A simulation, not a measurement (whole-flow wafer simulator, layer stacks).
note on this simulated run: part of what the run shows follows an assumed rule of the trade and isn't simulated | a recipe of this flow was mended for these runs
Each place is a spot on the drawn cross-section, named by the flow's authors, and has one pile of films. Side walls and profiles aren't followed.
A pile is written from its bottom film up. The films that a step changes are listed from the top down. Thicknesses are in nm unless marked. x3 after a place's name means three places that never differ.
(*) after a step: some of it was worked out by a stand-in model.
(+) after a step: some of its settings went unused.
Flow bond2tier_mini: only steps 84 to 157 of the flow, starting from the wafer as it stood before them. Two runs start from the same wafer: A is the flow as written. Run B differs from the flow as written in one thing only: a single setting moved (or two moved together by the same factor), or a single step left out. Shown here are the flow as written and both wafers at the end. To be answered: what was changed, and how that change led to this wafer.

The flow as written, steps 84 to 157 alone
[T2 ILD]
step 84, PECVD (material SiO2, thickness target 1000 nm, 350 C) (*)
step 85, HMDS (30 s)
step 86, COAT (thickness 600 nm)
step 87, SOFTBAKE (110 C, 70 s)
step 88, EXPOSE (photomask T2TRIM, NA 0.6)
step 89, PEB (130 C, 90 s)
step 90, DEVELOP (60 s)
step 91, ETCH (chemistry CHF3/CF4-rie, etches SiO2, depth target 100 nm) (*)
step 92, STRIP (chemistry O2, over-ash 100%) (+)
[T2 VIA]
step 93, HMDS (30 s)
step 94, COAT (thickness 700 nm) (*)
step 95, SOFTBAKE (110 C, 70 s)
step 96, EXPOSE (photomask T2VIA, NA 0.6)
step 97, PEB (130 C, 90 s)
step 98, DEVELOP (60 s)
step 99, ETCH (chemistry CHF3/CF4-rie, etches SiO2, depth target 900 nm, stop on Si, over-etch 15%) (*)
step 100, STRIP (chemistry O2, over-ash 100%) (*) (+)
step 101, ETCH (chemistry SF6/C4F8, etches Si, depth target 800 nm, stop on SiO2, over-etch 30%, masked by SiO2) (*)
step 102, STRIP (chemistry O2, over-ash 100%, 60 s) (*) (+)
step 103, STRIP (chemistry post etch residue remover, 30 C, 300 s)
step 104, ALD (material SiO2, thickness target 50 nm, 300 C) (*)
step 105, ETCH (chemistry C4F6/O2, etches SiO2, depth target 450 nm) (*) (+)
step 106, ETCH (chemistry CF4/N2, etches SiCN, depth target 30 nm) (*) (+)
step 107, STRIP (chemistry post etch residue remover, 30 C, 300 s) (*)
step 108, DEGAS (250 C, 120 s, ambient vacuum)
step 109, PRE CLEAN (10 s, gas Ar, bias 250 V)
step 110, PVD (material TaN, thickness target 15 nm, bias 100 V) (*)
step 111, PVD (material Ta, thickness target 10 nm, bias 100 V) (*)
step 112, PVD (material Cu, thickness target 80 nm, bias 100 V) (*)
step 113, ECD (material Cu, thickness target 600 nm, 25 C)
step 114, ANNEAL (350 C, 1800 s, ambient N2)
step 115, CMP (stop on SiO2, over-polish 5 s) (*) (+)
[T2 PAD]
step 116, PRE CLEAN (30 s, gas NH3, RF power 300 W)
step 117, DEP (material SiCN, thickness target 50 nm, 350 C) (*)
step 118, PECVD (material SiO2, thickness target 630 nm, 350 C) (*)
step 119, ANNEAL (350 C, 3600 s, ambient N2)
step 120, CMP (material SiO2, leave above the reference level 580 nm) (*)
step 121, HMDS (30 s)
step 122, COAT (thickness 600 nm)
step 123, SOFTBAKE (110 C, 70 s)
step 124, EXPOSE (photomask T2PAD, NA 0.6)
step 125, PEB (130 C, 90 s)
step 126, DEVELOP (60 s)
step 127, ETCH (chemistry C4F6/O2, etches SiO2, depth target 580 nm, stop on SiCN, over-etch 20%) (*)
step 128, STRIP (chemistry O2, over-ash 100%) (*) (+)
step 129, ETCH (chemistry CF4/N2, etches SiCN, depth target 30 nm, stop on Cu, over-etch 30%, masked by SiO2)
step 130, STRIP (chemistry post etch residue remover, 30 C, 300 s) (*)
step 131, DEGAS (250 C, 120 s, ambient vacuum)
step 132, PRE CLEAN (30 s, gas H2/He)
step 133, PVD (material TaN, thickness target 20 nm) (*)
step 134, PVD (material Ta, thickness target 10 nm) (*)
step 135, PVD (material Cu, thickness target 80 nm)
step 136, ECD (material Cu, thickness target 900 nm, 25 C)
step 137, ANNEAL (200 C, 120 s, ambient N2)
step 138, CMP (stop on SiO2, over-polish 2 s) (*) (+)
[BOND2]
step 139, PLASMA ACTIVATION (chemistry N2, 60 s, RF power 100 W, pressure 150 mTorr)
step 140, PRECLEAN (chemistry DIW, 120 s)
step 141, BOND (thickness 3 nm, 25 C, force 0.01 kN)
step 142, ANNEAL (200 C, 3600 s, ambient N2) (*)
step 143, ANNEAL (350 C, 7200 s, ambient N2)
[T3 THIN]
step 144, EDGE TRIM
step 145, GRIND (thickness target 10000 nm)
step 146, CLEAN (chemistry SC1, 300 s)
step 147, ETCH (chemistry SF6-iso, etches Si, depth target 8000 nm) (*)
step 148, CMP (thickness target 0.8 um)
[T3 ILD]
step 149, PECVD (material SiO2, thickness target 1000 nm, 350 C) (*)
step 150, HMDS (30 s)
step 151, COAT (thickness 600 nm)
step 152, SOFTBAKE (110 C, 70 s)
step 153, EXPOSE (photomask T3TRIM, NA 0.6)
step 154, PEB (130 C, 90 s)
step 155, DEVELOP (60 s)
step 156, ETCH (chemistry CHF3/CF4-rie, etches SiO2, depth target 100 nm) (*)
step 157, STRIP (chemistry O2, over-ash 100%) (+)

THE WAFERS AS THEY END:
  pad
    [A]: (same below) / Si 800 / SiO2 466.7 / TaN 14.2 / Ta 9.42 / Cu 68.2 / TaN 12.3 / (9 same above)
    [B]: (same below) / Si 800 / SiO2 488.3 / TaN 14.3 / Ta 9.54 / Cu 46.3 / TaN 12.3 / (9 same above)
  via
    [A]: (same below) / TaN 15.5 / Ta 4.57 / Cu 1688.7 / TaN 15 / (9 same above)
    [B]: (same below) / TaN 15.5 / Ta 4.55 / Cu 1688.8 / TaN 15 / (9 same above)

What caused this: step 91, ETCH: depth target 78.4 nm was run, whereas the flow has depth target 100 nm.

The path from the change to this, step by step:
  step 91, ETCH (chemistry CHF3/CF4-rie, etches SiO2, depth target 100 nm) (*)
      pad, via: A SiO2 loses 100 | B SiO2 loses 78.4
      field: A thick-KrF-resist loses 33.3 | B thick-KrF-resist loses 26.1
  step 99, ETCH (chemistry CHF3/CF4-rie, etches SiO2, depth target 900 nm, stop on Si, over-etch 15%) (*)
      via: A SiO2 loses 900 (all of it), Si loses 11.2 | B SiO2 loses 921.6 (all of it), Si loses 9.45
  step 100, STRIP (chemistry O2, over-ash 100%) (*) (+)
      field: A thick-KrF-resist loses 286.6 (all of it) | B thick-KrF-resist loses 295.4 (all of it)
      pad: A thick-KrF-resist loses 372.9 (all of it) | B thick-KrF-resist loses 363.7 (all of it)
  step 113, ECD (material Cu, thickness target 600 nm, 25 C)
      pad: A Cu gains 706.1 | B Cu gains 683.3
